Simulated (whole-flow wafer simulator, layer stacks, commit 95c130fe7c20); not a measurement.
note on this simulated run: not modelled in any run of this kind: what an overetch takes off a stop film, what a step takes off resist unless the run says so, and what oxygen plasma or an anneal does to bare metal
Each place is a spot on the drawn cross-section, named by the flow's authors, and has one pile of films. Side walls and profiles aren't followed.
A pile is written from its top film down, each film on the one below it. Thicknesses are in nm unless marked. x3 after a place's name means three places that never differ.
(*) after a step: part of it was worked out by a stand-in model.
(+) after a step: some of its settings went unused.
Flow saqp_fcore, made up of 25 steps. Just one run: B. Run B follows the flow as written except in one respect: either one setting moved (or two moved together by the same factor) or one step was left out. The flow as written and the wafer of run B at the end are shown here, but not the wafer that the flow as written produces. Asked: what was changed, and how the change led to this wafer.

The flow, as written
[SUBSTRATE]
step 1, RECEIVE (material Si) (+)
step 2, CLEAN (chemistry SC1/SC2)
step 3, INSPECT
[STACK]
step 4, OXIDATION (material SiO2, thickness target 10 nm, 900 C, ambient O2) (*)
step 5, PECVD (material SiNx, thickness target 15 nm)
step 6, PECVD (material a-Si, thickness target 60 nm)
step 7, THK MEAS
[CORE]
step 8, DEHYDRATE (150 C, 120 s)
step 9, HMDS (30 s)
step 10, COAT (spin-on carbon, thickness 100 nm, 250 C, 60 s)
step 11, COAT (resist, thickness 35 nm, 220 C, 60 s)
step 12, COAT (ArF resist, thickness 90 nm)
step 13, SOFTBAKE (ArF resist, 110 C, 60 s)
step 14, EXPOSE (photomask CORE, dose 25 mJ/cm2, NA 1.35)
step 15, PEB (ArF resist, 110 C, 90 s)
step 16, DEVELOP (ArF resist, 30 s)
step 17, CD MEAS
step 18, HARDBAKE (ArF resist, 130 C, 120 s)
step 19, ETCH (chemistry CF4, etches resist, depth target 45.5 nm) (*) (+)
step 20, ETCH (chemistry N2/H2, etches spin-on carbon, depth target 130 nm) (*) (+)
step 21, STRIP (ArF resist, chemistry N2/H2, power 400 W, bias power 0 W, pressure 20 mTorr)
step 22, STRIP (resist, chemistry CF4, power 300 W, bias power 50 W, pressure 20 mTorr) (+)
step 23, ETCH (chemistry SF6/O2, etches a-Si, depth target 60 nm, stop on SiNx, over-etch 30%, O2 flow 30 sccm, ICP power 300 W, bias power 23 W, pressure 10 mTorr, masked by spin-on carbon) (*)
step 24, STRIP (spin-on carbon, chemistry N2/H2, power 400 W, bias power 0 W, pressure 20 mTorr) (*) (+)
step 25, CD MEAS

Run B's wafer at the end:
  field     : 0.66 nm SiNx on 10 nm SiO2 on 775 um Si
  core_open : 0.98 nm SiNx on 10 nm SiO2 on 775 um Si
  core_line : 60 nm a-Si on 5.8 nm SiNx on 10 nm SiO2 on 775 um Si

The reason: step 5, PECVD: thickness target 5.8 nm was run, though the flow has thickness target 15 nm.
The wafer lets one read it off: core_line has SiNx 5.8, and step 5 as written asks for 15 nm.

The path from the change to this, step by step:
  step 5, PECVD (material SiNx, thickness target 15 nm)
      field, core_open, core_line: SiNx gains 5.8 (new film) (as written it would have been: SiNx gains 15 (new film))
